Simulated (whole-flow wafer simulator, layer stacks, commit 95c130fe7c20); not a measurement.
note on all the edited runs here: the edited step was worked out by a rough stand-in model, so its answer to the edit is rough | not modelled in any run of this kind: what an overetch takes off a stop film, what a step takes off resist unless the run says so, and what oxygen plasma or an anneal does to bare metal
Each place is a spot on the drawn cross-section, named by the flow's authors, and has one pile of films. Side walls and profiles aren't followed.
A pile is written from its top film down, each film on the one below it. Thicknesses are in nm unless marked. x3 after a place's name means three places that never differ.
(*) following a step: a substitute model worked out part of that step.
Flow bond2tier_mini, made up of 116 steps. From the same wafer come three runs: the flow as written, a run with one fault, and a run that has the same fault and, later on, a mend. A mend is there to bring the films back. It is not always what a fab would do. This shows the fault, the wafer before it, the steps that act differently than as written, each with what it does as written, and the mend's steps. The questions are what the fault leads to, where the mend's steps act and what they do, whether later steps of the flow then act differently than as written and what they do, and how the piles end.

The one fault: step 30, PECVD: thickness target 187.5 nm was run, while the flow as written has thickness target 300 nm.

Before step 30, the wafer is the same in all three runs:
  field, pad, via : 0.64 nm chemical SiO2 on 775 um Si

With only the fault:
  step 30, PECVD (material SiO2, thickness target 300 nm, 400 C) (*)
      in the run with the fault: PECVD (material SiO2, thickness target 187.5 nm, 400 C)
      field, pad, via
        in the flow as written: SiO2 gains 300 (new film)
        in the run with the fault: SiO2 gains 187.5 (new film)
  Every later step of the flow that is run acts as written at every place that is followed.
  At field, pad, the piles at the end differ from the flow's by more than 2% or 0.5 nm, whichever is larger.
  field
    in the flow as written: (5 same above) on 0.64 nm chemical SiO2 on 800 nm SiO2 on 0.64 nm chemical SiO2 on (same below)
    in the run with the fault: (5 same above) on 0.64 nm chemical SiO2 on 687.5 nm SiO2 on 0.64 nm chemical SiO2 on (same below)
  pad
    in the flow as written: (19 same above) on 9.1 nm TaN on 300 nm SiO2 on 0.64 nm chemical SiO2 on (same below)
    in the run with the fault: (19 same above) on 9.1 nm TaN on 187.5 nm SiO2 on 0.64 nm chemical SiO2 on (same below)

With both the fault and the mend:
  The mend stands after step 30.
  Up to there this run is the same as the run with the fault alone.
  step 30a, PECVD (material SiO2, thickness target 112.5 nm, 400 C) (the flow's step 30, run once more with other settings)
      field, pad, via
        SiO2 gains 112.5
  Every later step of the flow that is run acts as written at every place that is followed.
  By the end, the piles equal the flow's at every place that both follow.
